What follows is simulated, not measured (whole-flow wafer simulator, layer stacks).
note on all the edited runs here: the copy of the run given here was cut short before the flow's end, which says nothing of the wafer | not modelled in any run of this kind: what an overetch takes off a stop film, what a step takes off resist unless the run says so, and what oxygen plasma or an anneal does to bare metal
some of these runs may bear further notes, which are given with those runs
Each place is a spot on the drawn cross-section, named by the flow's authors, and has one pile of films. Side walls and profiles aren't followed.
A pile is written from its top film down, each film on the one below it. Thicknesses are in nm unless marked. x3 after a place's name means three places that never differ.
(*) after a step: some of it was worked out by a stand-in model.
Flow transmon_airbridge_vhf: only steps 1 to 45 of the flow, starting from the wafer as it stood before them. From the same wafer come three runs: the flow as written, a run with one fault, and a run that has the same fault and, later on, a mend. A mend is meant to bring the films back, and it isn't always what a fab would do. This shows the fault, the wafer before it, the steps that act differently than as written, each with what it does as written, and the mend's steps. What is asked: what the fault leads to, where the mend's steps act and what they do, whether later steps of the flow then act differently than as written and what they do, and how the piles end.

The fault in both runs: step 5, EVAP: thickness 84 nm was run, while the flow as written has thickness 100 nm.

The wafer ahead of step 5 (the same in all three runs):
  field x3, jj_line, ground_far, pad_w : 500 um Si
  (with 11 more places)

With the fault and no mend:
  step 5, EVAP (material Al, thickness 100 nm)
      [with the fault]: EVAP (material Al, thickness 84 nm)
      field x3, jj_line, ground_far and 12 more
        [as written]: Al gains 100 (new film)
        [with the fault]: Al gains 84 (new film)
  Steps later in the flow that act otherwise than as written (not shown: 19 more steps that differ only slightly, by at most 2% or 0.5 nm, whichever is larger):
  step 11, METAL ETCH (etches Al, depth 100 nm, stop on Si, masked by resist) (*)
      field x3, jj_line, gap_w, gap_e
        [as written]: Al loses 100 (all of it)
        [with the fault]: Al loses 84 (all of it)
  At ground_far, pad_w, flank_w and 8 more, the piles at the end differ from the flow's by more than 2% or 0.5 nm, whichever is larger.
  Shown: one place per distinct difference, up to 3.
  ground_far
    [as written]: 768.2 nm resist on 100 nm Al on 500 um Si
    [with the fault]: 768.2 nm resist on 84 nm Al on 500 um Si
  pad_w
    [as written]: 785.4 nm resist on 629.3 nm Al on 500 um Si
    [with the fault]: 785.5 nm resist on 613.3 nm Al on 500 um Si
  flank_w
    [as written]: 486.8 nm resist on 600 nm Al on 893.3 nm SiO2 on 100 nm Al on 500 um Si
    [with the fault]: 488.9 nm resist on 600 nm Al on 893.2 nm SiO2 on 84 nm Al on 500 um Si

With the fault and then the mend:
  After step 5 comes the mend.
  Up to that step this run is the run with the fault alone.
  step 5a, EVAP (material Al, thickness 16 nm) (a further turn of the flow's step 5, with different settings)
      field x3, jj_line, ground_far and 12 more
        Al gains 16
  Later steps of the flow that are run all act as written at every place that is followed.
  By the end, the piles equal the flow's at every place that both follow.
